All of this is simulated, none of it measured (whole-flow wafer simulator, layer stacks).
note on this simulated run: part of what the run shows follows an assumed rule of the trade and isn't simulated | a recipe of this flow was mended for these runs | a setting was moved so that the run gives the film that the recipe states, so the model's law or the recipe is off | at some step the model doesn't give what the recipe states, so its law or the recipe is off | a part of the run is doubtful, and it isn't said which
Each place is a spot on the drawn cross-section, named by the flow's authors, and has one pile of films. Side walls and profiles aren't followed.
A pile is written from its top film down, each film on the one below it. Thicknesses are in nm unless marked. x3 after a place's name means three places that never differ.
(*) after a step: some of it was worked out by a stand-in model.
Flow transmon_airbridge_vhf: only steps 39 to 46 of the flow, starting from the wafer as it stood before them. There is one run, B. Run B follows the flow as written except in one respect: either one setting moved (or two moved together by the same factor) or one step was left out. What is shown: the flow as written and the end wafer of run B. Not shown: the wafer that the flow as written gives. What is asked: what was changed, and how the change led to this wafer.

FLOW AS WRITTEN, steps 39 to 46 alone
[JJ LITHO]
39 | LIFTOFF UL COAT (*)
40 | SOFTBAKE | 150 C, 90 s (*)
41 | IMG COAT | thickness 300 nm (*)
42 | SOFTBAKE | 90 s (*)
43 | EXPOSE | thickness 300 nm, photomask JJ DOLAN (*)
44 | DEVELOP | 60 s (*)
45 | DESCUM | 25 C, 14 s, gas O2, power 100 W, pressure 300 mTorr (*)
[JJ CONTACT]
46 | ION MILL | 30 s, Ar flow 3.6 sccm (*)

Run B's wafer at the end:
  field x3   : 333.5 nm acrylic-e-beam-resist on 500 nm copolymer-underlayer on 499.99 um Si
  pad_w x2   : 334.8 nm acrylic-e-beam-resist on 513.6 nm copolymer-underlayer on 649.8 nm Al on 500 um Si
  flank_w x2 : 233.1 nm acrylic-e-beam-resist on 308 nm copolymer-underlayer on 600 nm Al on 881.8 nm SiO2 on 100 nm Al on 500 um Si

Cause: step 41, IMG COAT: thickness 365 nm was run, while the flow as written has thickness 300 nm; step 43, EXPOSE: thickness 365 nm was run, where the flow has thickness 300 nm.

Step by step, how the change led to this:
  41 | IMG COAT | thickness 300 nm (*)
      field x3, jj_line, ground_far x3: +365 acrylic-e-beam-resist (new film) (in the flow as written it would be: +300 acrylic-e-beam-resist (new film))
      pad_w x2: +366.3 acrylic-e-beam-resist (new film) (in the flow as written it would be: +300.2 acrylic-e-beam-resist (new film))
      (and at 8 other places as well)
  44 | DEVELOP | 60 s (*)
      jj_line: -365 acrylic-e-beam-resist (all of it), -500 copolymer-underlayer (all of it) (in the flow as written it would be: -300 acrylic-e-beam-resist (all of it), -500 copolymer-underlayer (all of it))
